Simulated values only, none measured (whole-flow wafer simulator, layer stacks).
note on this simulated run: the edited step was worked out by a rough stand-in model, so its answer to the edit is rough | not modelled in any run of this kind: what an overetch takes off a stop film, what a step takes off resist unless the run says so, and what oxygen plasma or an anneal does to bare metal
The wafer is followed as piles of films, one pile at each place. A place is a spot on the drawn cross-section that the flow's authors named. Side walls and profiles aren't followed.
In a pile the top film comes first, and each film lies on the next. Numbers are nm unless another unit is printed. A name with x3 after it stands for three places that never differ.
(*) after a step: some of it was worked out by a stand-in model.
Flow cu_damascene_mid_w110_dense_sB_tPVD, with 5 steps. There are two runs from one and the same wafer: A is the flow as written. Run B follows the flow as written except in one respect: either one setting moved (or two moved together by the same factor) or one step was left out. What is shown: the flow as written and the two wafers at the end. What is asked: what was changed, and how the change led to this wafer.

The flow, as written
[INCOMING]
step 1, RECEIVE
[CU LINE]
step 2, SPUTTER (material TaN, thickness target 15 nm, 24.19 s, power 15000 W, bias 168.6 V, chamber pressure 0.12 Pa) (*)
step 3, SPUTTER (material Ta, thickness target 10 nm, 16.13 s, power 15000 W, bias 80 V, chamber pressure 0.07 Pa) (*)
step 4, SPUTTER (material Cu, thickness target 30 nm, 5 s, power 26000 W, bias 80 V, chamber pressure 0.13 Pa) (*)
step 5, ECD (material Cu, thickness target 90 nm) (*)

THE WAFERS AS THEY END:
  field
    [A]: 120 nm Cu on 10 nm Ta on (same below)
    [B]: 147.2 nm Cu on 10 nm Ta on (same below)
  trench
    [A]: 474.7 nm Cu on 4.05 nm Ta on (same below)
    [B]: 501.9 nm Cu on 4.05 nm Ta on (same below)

Cause: step 5, ECD: thickness target 117.2 nm was run, whereas the flow has thickness target 90 nm.

How this came from the change, step by step:
  step 5, ECD (material Cu, thickness target 90 nm) (*)
      field: A +90 Cu | B +117.2 Cu
      trench: A +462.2 Cu | B +489.4 Cu
